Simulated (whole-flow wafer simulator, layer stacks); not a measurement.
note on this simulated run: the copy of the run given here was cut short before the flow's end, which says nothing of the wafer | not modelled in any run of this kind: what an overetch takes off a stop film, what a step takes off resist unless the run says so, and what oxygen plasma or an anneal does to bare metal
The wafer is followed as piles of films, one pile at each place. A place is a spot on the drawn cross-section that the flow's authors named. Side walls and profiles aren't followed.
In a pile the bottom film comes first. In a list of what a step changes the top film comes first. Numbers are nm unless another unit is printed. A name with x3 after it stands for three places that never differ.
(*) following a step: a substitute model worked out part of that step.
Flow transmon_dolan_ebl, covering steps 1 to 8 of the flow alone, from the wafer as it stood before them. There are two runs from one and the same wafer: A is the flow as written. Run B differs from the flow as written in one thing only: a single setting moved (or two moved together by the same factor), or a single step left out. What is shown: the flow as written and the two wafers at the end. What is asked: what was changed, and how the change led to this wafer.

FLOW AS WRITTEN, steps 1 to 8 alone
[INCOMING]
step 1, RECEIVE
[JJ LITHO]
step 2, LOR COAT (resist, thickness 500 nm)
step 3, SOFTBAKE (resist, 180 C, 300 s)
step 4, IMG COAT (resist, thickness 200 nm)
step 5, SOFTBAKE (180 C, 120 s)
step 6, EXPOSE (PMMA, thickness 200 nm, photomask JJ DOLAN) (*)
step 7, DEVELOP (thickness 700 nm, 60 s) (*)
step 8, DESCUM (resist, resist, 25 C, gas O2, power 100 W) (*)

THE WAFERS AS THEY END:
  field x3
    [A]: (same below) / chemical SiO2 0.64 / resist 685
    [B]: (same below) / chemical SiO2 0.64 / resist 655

Cause: step 4, IMG COAT: thickness 170 nm was run, while the flow as written has thickness 200 nm.

How this came from the change, step by step:
  step 4, IMG COAT (resist, thickness 200 nm)
      field x3, jj_line: A +200 resist | B +170 resist
  step 7, DEVELOP (thickness 700 nm, 60 s) (*)
      jj_line: A -700 resist (all of it) | B -670 resist (all of it)
